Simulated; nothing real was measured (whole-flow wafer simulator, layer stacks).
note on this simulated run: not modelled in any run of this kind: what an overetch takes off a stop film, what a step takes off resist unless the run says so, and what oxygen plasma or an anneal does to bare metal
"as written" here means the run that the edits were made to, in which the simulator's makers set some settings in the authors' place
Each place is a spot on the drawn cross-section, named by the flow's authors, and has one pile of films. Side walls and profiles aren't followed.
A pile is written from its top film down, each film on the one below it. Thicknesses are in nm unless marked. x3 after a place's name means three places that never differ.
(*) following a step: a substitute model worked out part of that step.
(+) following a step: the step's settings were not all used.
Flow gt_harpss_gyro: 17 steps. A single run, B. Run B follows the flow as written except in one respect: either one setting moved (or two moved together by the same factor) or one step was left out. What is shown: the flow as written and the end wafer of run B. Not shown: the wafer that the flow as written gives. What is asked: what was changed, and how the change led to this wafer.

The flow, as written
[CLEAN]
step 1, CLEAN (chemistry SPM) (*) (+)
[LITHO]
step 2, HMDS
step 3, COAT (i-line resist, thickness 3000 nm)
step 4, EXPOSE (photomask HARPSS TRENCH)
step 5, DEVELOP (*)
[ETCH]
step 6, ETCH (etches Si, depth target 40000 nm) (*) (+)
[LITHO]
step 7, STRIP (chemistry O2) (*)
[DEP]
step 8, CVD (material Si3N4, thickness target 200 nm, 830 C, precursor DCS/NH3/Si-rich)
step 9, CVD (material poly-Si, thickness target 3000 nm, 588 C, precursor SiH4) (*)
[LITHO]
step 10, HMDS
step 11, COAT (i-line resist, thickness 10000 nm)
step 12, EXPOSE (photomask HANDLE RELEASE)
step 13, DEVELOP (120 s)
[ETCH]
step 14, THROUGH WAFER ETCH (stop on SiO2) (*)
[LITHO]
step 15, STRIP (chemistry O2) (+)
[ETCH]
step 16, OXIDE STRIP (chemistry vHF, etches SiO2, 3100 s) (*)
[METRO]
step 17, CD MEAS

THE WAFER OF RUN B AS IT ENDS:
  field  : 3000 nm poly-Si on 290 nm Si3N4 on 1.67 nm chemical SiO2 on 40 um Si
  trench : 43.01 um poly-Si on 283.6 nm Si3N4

The reason: step 8, CVD: thickness target 290 nm was run, though the flow has thickness target 200 nm.
The wafer itself shows it: field has Si3N4 290, and step 8 as written asks for 200 nm.

The path from the change to this, step by step:
  step 8, CVD (material Si3N4, thickness target 200 nm, 830 C, precursor DCS/NH3/Si-rich)
      field: +290 Si3N4 (new film) (in the flow as written it would be: +200 Si3N4 (new film))
      trench: +283.6 Si3N4 (new film) (in the flow as written it would be: +195.9 Si3N4 (new film))
